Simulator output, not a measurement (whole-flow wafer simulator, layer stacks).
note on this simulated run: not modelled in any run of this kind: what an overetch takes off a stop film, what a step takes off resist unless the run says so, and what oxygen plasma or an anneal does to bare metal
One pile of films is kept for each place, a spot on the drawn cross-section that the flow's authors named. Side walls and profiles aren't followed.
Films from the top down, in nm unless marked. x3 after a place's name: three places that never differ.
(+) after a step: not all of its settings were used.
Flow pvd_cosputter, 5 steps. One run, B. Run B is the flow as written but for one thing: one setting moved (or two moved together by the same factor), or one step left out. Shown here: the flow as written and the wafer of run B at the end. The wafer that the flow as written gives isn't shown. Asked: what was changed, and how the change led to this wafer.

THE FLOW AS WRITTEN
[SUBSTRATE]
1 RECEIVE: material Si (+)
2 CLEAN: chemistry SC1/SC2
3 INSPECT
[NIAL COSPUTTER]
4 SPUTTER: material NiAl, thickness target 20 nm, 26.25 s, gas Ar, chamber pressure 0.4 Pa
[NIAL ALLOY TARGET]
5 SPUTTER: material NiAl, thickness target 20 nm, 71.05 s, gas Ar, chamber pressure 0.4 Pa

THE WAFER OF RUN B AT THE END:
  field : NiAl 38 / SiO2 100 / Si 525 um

The cause: step 4, SPUTTER: thickness target 18 nm was run, where the flow has thickness target 20 nm.

How the change led to this, step by step:
  4 SPUTTER: material NiAl, thickness target 20 nm, 26.25 s, gas Ar, chamber pressure 0.4 Pa
      field: NiAl +18 (new film) (as written it would be: NiAl +20 (new film))
